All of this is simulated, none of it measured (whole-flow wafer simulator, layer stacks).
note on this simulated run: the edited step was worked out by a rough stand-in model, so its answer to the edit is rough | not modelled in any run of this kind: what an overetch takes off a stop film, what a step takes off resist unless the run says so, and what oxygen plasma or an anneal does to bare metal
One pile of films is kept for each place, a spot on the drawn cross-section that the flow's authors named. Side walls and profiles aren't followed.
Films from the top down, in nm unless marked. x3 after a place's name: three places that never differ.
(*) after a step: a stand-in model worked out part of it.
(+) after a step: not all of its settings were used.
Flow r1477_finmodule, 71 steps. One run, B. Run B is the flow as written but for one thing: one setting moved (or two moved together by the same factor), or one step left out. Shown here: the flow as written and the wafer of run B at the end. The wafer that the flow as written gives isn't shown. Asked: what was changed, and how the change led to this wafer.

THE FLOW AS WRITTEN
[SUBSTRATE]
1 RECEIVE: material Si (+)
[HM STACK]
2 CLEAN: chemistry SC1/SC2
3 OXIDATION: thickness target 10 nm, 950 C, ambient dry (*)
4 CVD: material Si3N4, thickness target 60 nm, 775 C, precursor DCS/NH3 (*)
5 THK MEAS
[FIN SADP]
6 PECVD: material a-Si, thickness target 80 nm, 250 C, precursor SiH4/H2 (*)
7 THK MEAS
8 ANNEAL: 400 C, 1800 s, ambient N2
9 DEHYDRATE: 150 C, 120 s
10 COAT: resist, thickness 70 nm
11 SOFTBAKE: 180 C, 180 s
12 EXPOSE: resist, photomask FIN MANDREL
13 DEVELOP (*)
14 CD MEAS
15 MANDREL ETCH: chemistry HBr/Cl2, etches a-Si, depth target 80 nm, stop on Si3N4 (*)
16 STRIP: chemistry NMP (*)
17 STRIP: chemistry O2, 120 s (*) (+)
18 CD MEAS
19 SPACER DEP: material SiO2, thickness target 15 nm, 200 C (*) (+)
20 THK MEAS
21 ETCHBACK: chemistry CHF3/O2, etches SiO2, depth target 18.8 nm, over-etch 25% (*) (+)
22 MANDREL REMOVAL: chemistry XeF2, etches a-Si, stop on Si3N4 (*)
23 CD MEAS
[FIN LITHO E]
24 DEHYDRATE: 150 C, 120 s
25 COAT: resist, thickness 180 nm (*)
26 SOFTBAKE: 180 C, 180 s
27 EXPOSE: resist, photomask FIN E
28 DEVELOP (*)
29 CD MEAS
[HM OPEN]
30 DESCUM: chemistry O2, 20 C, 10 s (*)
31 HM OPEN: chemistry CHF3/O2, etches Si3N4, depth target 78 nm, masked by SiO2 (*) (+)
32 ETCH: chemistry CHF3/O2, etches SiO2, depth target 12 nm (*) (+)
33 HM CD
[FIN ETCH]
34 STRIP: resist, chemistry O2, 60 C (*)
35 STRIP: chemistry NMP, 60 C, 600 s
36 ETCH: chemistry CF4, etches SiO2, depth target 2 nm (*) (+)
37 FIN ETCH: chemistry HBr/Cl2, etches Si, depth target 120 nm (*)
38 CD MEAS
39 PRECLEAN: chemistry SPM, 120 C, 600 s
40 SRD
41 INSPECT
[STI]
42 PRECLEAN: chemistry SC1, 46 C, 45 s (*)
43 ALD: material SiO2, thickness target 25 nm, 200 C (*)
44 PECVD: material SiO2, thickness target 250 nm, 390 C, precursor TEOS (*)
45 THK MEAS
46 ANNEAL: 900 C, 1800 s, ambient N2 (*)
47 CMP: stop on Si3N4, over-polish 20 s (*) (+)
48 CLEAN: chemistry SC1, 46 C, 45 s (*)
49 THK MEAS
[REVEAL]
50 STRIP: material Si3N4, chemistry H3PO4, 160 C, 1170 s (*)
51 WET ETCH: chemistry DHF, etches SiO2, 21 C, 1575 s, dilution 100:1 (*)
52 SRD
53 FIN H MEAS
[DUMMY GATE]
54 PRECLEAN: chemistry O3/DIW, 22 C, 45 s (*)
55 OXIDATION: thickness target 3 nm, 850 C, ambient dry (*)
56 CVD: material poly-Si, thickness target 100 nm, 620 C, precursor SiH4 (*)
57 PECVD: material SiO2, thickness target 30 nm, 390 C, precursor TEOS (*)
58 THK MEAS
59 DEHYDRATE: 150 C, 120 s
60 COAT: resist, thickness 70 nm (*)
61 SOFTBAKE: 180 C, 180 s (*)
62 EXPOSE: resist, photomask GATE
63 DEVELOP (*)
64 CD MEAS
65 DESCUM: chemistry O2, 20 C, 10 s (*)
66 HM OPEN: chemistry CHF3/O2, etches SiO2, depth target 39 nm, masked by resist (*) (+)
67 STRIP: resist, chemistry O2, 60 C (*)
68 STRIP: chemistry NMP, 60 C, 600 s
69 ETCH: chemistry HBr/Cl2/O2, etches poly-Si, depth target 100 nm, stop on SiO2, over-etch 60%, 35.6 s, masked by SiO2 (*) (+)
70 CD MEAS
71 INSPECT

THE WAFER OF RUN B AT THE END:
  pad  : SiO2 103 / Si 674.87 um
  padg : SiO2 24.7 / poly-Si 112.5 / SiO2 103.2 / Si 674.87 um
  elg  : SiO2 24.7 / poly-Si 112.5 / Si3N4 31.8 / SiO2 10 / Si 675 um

The cause: step 56, CVD: thickness target 112.5 nm was run, where the flow has thickness target 100 nm.
It can be read off the wafer: padg has poly-Si 112.5, and step 56 as written asks for 100 nm.

How the change led to this, step by step:
  56 CVD: material poly-Si, thickness target 100 nm, 620 C, precursor SiH4 (*)
      pad, padg, elg and 26 more: poly-Si +112.5 (new film) (as written it would be: poly-Si +100 (new film))
      s40cg, s40co: poly-Si +126.6 (new film) (as written it would be: poly-Si +113.9 (new film))
      (and at 5 more places)
  69 ETCH: chemistry HBr/Cl2/O2, etches poly-Si, depth target 100 nm, stop on SiO2, over-etch 60%, 35.6 s, masked by SiO2 (*) (+)
      elo, e40lo, e100lo, e200lo: chemical SiO2 -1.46 (all of it), poly-Si -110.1 (all of it) (as written it would be: chemical SiO2 -1.46 (all of it), poly-Si -97.6 (all of it), Si3N4 -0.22)
      pad, eso, e40so and 8 more: chemical SiO2 -1.46 (all of it), poly-Si -110.1 (all of it), SiO2 -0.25 (as written it would be: chemical SiO2 -1.46 (all of it), poly-Si -97.6 (all of it), SiO2 -0.42)
      (and at 3 more places)
